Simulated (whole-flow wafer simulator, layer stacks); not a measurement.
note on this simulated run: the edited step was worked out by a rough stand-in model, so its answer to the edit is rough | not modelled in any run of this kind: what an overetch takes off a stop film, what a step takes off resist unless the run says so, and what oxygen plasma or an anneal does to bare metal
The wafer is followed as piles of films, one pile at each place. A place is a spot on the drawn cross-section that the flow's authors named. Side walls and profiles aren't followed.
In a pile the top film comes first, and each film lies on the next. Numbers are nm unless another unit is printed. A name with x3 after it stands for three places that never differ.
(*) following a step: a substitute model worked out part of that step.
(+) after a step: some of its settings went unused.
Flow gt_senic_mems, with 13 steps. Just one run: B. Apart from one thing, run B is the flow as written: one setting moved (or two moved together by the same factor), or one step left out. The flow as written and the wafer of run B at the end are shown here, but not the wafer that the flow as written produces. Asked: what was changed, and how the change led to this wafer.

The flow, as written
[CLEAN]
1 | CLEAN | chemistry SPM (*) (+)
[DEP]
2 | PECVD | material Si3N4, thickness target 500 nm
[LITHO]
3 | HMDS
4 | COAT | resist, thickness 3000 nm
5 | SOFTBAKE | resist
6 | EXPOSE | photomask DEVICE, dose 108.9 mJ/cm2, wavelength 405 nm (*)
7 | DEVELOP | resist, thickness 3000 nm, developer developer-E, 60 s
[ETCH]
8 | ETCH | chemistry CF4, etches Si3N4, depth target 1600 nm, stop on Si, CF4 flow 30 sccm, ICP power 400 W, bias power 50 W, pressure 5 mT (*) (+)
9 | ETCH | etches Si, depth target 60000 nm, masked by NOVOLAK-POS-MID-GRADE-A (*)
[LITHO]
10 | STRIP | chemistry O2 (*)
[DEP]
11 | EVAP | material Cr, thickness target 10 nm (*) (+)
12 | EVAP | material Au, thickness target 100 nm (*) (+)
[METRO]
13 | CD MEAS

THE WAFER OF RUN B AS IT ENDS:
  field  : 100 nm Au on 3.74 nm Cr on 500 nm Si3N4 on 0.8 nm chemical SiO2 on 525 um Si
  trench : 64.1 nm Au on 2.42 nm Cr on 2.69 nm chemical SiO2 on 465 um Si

What caused this: step 11, EVAP: thickness target 3.74 nm was run, though the flow has thickness target 10 nm.
One can read it off the wafer: field has Cr 3.74, and step 11 as written asks for 10 nm.

The path from the change to this, step by step:
  11 | EVAP | material Cr, thickness target 10 nm (*) (+)
      field: Cr gains 3.74 (new film) (in the flow as written it would be: Cr gains 10 (new film))
      trench: Cr gains 2.42 (new film) (in the flow as written it would be: Cr gains 6.45 (new film))
